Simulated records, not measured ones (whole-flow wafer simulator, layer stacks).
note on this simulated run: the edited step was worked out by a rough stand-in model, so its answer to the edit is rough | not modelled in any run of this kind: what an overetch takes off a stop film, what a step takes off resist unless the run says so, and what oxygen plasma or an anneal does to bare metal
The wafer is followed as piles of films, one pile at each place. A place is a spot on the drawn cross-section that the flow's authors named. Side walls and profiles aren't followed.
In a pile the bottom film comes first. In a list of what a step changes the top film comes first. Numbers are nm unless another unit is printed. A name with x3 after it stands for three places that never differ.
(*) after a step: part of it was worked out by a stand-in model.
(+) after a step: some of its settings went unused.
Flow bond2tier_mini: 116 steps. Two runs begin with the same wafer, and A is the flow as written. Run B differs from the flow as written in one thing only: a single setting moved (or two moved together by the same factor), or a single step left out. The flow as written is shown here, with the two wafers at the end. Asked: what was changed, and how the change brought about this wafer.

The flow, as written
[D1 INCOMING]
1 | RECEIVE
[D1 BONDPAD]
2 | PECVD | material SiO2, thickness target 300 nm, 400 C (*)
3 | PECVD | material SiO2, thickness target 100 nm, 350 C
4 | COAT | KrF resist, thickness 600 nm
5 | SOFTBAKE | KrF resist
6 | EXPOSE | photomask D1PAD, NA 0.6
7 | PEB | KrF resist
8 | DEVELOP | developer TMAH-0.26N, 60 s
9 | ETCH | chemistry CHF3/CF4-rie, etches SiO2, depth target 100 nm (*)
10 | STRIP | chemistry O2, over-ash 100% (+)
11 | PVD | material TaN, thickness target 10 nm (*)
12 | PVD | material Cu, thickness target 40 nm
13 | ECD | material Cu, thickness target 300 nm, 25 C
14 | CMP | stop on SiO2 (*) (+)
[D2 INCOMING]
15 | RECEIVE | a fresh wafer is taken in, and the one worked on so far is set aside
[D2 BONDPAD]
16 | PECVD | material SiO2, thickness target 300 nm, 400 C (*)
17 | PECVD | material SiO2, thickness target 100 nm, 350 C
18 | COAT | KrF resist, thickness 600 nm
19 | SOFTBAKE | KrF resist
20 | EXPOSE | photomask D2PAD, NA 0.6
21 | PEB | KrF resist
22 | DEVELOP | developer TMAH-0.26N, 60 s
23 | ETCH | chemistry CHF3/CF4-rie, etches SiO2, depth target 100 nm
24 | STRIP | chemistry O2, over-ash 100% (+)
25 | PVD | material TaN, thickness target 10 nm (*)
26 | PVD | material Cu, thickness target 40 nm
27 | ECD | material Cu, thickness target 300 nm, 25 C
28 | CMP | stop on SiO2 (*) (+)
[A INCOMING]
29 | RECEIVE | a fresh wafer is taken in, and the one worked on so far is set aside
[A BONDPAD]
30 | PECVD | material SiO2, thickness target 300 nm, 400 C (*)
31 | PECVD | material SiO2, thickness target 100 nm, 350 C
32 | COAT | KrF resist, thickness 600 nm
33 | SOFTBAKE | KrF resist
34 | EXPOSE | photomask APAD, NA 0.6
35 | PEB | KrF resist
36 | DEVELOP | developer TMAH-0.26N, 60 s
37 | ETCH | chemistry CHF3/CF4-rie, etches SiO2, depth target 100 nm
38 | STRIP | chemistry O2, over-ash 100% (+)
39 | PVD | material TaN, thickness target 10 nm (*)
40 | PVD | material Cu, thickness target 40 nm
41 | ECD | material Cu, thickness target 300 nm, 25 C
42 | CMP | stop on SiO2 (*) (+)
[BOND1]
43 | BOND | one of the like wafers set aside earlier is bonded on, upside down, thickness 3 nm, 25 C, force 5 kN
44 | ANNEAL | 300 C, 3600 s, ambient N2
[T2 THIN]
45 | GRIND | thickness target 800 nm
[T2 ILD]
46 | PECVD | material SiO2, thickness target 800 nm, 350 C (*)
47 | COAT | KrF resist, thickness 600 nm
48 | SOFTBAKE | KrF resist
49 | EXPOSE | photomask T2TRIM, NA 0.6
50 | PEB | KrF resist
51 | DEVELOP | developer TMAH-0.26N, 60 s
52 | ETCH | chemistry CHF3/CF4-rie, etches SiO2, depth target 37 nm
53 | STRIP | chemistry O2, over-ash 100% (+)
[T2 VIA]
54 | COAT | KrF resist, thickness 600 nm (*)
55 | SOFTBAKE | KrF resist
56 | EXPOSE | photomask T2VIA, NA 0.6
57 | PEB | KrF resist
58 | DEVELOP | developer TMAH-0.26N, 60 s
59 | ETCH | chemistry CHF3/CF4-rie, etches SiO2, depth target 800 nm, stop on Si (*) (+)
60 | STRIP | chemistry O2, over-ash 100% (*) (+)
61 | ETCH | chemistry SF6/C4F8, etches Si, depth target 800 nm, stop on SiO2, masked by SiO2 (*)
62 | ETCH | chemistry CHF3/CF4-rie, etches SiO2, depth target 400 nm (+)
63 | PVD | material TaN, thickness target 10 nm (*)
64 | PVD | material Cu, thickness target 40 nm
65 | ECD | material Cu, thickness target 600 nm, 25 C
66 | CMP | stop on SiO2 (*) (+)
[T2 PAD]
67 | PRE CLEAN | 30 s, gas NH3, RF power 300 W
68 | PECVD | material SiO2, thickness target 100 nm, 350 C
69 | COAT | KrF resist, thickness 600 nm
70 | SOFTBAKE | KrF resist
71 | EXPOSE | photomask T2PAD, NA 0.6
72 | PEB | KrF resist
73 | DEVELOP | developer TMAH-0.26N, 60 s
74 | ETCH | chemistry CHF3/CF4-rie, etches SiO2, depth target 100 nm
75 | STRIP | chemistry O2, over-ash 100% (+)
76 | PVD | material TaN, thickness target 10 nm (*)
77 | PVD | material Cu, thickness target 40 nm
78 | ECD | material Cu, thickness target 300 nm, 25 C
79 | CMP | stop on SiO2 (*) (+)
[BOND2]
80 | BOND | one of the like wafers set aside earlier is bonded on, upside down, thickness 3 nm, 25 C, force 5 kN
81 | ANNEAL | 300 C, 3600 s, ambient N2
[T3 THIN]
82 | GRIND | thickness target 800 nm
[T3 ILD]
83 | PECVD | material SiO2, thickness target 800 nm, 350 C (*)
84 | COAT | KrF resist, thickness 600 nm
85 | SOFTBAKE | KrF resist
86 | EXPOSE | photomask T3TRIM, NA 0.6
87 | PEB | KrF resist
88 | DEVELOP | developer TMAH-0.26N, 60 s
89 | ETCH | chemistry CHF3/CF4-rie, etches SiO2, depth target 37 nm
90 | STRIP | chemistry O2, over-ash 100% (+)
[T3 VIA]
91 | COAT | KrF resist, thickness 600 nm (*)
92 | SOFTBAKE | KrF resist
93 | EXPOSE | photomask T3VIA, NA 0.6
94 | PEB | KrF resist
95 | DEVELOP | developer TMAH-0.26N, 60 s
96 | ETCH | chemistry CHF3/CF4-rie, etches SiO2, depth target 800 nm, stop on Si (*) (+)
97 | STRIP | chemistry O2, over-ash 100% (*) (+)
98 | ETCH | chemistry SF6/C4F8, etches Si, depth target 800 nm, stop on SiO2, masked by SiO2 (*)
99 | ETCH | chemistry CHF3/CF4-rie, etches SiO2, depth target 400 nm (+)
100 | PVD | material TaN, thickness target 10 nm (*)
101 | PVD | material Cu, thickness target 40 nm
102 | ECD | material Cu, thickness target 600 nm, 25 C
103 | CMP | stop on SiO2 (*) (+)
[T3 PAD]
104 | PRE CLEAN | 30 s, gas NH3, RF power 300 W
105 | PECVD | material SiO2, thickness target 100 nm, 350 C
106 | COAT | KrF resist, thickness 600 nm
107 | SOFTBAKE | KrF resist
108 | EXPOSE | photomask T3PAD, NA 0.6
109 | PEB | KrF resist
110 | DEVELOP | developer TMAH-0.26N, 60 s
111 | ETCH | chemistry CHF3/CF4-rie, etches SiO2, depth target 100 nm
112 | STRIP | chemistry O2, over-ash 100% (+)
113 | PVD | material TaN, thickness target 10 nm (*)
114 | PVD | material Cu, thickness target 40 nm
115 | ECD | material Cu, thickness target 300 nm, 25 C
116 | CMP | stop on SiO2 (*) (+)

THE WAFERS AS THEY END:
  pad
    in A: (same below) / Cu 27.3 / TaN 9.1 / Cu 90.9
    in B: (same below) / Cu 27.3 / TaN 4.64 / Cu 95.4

What caused this: step 113, PVD: thickness target 5.1 nm was run, whereas the flow has thickness target 10 nm.

The path from the change to this, step by step:
  113 | PVD | material TaN, thickness target 10 nm (*)
      field: A +10 TaN (new film) | B +5.1 TaN (new film)
      pad: A +9.1 TaN (new film) | B +4.64 TaN (new film)
  116 | CMP | stop on SiO2 (*) (+)
      field: A -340 Cu (all of it), -10 TaN (all of it) | B -340 Cu (all of it), -5.1 TaN (all of it)
